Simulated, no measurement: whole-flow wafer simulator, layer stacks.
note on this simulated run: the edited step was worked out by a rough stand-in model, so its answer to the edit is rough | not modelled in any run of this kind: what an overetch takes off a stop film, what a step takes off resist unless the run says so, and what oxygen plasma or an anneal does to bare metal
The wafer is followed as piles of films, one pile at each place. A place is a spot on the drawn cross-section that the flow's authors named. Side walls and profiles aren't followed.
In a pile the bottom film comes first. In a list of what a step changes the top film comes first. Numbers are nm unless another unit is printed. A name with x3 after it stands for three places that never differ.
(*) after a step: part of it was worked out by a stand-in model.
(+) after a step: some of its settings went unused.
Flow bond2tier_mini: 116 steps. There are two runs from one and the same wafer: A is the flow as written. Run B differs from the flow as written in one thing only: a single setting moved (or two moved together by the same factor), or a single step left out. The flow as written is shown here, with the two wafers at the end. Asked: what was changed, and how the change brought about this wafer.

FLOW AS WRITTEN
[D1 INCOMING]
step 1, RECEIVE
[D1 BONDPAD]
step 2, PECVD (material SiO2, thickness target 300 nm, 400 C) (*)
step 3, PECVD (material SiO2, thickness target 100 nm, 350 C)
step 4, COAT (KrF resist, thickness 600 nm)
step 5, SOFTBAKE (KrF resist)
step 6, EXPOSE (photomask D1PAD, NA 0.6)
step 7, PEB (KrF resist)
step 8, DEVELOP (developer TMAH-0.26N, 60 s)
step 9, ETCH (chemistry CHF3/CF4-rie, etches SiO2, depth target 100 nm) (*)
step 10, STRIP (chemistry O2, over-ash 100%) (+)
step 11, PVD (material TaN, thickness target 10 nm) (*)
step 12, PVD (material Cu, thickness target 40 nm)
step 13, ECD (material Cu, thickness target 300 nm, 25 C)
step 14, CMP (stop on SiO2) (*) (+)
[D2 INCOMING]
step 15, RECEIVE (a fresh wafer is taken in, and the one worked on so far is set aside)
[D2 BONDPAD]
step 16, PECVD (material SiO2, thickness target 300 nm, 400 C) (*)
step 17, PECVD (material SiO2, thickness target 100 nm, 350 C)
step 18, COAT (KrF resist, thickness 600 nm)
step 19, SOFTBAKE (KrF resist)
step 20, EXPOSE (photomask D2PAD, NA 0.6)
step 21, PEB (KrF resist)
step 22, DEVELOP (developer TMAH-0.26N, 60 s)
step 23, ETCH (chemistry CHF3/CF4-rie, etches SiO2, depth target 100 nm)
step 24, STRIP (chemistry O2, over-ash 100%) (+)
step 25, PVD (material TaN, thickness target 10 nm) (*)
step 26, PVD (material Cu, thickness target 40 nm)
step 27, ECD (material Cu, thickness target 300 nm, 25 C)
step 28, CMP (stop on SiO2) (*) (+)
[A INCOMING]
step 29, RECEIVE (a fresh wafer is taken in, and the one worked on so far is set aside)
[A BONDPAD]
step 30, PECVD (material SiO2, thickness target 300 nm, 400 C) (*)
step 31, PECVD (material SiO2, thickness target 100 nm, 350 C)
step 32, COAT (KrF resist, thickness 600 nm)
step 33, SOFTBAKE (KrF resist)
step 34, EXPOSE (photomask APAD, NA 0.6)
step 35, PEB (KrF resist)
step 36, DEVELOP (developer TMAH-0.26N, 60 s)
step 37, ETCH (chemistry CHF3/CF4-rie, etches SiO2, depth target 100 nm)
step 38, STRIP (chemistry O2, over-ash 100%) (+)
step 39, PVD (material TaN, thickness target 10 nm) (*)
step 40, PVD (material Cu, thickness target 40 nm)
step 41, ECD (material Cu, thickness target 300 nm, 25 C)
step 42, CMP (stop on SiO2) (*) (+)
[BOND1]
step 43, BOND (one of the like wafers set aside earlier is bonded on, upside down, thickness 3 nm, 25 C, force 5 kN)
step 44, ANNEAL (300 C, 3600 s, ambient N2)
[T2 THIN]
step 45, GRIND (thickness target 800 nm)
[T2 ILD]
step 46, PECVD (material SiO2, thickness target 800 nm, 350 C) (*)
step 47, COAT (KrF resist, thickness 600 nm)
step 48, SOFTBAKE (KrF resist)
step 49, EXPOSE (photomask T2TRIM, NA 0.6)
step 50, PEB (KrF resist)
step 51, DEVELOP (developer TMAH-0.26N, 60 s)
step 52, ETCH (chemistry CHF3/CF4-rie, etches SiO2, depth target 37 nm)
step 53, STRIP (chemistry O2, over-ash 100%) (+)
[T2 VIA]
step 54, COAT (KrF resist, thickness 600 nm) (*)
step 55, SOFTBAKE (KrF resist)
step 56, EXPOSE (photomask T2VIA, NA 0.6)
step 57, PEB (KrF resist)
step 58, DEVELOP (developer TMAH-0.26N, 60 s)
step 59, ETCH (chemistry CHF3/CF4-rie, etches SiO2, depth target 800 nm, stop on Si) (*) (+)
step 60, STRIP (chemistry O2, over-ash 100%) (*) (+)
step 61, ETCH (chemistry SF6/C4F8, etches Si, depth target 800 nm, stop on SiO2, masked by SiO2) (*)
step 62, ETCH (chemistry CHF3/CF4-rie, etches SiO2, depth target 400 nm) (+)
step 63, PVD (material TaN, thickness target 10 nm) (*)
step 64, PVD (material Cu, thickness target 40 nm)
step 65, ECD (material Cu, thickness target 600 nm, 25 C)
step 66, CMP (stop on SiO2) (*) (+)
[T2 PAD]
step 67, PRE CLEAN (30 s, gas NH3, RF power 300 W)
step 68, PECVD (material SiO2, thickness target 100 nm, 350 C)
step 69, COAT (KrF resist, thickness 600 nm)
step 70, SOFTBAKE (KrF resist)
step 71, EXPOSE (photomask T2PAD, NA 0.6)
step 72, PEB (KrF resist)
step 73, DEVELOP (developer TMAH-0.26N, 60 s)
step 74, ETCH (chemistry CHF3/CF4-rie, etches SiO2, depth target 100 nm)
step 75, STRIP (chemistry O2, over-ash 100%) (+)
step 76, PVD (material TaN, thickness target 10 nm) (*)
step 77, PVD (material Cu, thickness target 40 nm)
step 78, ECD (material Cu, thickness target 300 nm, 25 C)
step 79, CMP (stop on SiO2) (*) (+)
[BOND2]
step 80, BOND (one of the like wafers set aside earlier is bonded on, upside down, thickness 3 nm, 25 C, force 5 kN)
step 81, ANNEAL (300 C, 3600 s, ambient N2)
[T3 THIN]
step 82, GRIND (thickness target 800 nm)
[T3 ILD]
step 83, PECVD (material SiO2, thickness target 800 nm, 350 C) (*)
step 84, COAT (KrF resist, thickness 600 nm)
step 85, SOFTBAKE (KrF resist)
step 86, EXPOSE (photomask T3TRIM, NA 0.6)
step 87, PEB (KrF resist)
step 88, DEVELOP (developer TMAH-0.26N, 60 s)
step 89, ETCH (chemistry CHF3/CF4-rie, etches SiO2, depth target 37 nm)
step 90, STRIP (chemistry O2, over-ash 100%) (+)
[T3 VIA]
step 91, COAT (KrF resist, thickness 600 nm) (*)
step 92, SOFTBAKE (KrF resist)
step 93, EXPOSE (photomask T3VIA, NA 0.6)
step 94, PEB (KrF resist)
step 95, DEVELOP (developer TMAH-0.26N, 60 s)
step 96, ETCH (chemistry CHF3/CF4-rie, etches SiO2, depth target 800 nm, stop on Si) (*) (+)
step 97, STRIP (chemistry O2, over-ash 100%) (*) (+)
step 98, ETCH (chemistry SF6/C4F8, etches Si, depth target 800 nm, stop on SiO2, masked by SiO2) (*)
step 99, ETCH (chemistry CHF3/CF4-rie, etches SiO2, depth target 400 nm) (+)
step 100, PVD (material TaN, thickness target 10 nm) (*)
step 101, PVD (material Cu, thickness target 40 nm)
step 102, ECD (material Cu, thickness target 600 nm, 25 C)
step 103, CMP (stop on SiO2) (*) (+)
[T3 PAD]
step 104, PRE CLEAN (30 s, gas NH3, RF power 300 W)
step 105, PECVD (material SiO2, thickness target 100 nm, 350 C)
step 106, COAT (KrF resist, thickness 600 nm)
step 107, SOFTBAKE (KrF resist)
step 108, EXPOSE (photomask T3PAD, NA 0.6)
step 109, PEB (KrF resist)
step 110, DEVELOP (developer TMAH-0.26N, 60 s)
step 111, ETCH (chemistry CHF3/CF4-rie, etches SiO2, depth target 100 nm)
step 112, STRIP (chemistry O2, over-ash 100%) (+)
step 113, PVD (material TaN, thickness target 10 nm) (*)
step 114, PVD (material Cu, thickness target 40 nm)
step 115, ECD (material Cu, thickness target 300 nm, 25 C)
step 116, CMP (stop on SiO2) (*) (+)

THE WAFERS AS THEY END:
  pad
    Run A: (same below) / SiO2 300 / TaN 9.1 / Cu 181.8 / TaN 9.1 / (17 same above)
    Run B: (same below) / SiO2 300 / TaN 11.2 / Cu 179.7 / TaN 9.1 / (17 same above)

The reason: step 39, PVD: thickness target 12.3 nm was run, whereas the flow has thickness target 10 nm.

The path from the change to this, step by step:
  step 39, PVD (material TaN, thickness target 10 nm) (*)
      field: A TaN gains 10 (new film) | B TaN gains 12.3 (new film)
      pad: A TaN gains 9.1 (new film) | B TaN gains 11.2 (new film)
      (also at 1 further place)
  step 42, CMP (stop on SiO2) (*) (+)
      field: A Cu loses 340 (all of it), TaN loses 10 (all of it) | B Cu loses 340 (all of it), TaN loses 12.3 (all of it)
